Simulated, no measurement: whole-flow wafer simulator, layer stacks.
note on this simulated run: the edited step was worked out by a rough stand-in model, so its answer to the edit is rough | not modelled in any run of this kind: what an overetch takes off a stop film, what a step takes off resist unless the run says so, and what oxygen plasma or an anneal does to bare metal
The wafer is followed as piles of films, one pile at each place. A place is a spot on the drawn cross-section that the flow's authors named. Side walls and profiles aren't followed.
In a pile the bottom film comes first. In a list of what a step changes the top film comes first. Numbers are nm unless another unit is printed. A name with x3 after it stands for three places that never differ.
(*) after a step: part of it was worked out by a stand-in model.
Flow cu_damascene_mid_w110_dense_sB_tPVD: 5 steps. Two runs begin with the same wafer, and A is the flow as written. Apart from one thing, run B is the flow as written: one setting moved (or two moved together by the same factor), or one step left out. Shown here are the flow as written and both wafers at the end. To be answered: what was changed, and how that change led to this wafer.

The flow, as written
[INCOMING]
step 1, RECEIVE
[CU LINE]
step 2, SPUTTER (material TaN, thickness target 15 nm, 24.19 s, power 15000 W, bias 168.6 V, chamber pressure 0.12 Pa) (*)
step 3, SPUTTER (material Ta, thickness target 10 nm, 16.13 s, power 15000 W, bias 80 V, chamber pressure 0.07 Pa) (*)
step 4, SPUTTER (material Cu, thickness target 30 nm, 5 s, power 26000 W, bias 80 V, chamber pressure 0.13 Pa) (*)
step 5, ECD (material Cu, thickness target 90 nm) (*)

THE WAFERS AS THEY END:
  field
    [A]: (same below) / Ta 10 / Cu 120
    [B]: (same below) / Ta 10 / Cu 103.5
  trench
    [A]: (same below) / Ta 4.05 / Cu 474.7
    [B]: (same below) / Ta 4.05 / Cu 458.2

Cause: step 4, SPUTTER: thickness target 13.5 nm was run, though the flow has thickness target 30 nm; step 4, SPUTTER: 2.25 s was run, where the flow has 5 s.

The path from the change to this, step by step:
  step 4, SPUTTER (material Cu, thickness target 30 nm, 5 s, power 26000 W, bias 80 V, chamber pressure 0.13 Pa) (*)
      field: A Cu gains 30 (new film) | B Cu gains 13.5 (new film)
      trench: A Cu gains 12.5 (new film) | B Cu gains 5.62 (new film)
  step 5, ECD (material Cu, thickness target 90 nm) (*)
      trench: A Cu gains 462.2 | B Cu gains 452.6
